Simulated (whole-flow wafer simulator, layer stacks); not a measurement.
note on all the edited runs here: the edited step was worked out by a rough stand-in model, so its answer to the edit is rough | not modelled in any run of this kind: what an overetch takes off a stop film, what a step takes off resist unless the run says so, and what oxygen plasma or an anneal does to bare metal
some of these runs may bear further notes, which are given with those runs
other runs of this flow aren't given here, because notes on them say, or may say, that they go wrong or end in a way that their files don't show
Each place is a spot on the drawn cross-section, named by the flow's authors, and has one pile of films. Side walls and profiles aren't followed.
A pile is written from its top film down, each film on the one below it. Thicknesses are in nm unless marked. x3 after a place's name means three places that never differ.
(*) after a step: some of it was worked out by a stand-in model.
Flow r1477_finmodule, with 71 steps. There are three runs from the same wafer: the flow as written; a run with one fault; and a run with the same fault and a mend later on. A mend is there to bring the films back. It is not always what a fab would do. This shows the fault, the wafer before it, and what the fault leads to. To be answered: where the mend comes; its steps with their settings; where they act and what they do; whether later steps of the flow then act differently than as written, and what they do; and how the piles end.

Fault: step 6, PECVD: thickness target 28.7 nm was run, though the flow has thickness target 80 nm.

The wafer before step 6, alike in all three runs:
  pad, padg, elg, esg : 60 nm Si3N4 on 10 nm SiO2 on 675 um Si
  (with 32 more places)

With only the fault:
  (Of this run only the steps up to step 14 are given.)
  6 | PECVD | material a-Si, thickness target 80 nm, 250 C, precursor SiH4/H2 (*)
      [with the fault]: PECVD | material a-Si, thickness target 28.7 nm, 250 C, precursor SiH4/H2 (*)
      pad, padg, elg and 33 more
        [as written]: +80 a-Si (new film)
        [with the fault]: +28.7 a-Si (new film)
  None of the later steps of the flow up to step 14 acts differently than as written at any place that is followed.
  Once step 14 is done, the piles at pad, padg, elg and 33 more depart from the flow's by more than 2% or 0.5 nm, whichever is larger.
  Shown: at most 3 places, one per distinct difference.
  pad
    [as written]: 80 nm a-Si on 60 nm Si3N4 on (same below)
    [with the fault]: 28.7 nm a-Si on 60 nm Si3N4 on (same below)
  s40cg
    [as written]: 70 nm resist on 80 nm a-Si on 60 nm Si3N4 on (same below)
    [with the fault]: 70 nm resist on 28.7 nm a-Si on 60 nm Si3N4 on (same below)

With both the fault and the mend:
  After step 7 comes the mend.
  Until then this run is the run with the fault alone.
  7a | ETCH | chemistry tmah, depth target 33.01 nm
      pad, padg, elg and 33 more
        -28.7 a-Si (all of it)
  7b | PECVD | material a-Si, thickness target 80 nm, 250 C, precursor SiH4/H2 (*) (the flow's step 6 again)
      pad, padg, elg and 33 more
        +80 a-Si (new film)
  None of the later steps of the flow acts differently than as written at any place that is followed.
  At every place that both follow, the piles at the end match the flow's.
